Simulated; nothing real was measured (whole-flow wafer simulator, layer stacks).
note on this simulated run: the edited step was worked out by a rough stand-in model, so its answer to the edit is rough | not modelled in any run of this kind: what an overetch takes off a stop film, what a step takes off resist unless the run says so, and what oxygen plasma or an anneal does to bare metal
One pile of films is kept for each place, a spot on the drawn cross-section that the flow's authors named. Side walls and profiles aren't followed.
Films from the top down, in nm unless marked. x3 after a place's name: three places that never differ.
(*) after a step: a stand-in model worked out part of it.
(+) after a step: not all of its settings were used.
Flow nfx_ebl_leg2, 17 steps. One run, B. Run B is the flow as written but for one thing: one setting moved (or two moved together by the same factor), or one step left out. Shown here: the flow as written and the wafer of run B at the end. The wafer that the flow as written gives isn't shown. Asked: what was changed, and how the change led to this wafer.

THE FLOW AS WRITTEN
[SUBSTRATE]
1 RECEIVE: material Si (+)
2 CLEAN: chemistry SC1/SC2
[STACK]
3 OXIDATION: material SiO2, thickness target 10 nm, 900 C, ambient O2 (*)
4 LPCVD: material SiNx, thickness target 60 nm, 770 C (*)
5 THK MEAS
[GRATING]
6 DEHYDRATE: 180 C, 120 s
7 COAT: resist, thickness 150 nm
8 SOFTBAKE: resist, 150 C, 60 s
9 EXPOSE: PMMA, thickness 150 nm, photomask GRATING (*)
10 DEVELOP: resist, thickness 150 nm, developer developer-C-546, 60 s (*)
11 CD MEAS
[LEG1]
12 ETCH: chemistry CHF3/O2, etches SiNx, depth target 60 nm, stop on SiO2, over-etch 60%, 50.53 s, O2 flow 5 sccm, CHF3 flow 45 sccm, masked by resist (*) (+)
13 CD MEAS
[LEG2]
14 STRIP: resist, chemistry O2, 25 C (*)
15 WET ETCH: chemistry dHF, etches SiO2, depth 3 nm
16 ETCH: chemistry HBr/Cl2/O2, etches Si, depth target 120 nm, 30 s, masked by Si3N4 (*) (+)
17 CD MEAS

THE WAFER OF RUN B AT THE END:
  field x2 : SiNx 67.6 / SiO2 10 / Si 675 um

The cause: step 4, LPCVD: thickness target 74.4 nm was run, where the flow has thickness target 60 nm.

How the change led to this, step by step:
  4 LPCVD: material SiNx, thickness target 60 nm, 770 C (*)
      field x2, pad x2: SiNx +74.4 (new film) (as written it would be: SiNx +60 (new film))
  12 ETCH: chemistry CHF3/O2, etches SiNx, depth target 60 nm, stop on SiO2, over-etch 60%, 50.53 s, O2 flow 5 sccm, CHF3 flow 45 sccm, masked by resist (*) (+)
      pad x2: SiNx -74.4 (all of it), SiO2 -10 (all of it) (as written it would be: SiNx -60 (all of it), SiO2 -10 (all of it))
